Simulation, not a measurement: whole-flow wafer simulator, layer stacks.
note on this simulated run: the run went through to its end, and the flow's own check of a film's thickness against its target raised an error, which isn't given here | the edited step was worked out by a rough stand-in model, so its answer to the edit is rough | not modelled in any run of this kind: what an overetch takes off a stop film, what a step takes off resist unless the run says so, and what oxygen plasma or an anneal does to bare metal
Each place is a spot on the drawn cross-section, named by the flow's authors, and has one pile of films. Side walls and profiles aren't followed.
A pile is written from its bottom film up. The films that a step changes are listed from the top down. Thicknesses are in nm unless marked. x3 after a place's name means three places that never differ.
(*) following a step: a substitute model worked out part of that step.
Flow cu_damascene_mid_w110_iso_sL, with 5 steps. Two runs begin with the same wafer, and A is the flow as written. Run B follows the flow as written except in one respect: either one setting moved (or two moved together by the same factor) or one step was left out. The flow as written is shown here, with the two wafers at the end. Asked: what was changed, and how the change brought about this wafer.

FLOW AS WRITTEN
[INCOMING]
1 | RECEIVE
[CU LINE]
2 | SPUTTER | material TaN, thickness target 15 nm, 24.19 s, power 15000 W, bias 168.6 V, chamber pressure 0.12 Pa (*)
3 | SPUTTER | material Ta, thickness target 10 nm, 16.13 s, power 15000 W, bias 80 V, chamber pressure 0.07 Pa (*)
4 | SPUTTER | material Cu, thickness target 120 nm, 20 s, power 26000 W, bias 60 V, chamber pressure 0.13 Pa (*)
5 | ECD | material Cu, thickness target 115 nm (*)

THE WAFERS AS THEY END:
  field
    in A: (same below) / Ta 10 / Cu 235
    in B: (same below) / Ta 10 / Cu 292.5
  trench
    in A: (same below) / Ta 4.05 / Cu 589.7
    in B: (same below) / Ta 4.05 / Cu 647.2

Cause: step 5, ECD: thickness target 172.5 nm was run, while the flow as written has thickness target 115 nm.

How this came from the change, step by step:
  5 | ECD | material Cu, thickness target 115 nm (*)
      field: A +115 Cu | B +172.5 Cu
      trench: A +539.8 Cu | B +597.3 Cu
